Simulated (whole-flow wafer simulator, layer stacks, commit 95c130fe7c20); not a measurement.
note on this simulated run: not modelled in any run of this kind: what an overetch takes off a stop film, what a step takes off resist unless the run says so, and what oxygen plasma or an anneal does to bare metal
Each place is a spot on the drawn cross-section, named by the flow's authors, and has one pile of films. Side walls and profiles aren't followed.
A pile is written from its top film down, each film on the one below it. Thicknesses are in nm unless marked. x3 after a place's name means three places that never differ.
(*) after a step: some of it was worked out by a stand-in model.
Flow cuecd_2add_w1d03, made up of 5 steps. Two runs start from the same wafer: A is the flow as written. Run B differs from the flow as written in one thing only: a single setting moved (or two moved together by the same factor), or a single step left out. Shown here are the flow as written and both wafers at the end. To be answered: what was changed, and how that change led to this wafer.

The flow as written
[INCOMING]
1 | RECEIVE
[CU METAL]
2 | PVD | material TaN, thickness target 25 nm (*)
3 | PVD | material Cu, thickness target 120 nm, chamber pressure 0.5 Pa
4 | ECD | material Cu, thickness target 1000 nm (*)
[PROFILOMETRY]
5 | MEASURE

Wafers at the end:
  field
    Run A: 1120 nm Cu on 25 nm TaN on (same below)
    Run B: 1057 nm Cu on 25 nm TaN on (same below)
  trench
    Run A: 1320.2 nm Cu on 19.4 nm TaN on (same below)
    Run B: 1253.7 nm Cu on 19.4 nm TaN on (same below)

What caused this: step 3, PVD: thickness target 57 nm was run, though the flow has thickness target 120 nm.

The path from the change to this, step by step:
  3 | PVD | material Cu, thickness target 120 nm, chamber pressure 0.5 Pa
      field: A +120 Cu (new film) | B +57 Cu (new film)
      trench: A +93.4 Cu (new film) | B +44.4 Cu (new film)
